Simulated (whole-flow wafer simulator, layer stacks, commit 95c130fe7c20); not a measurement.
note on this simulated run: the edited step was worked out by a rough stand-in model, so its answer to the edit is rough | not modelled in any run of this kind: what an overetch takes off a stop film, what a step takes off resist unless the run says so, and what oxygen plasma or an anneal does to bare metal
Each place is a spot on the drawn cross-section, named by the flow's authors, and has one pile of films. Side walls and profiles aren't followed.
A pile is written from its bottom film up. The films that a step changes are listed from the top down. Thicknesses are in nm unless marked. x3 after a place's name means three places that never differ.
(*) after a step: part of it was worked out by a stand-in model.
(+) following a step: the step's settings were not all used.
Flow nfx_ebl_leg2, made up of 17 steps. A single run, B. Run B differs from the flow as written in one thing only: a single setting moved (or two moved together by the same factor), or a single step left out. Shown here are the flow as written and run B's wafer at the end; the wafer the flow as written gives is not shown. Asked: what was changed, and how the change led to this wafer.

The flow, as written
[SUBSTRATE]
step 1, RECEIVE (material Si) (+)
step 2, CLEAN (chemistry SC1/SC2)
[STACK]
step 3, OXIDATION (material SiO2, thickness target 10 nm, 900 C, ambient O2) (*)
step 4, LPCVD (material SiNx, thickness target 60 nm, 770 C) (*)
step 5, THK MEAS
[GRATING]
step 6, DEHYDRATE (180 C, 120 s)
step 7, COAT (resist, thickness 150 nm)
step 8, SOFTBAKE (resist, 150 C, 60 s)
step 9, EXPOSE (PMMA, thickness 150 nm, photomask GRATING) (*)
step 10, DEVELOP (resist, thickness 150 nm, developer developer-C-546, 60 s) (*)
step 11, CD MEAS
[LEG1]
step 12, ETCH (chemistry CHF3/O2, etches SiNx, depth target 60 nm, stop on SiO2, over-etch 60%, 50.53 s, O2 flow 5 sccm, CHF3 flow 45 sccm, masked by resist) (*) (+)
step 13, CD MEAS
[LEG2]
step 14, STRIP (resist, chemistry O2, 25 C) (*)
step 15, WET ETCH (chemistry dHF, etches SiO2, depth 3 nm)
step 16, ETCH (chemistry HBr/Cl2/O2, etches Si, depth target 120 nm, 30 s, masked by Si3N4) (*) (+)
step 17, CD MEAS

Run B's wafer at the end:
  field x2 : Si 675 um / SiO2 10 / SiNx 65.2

The reason: step 4, LPCVD: thickness target 72 nm was run, while the flow as written has thickness target 60 nm.

How this came from the change, step by step:
  step 4, LPCVD (material SiNx, thickness target 60 nm, 770 C) (*)
      field x2, pad x2: SiNx gains 72 (new film) (as written it would have been: SiNx gains 60 (new film))
  step 12, ETCH (chemistry CHF3/O2, etches SiNx, depth target 60 nm, stop on SiO2, over-etch 60%, 50.53 s, O2 flow 5 sccm, CHF3 flow 45 sccm, masked by resist) (*) (+)
      pad x2: SiNx loses 72 (all of it), SiO2 loses 10 (all of it) (as written it would have been: SiNx loses 60 (all of it), SiO2 loses 10 (all of it))
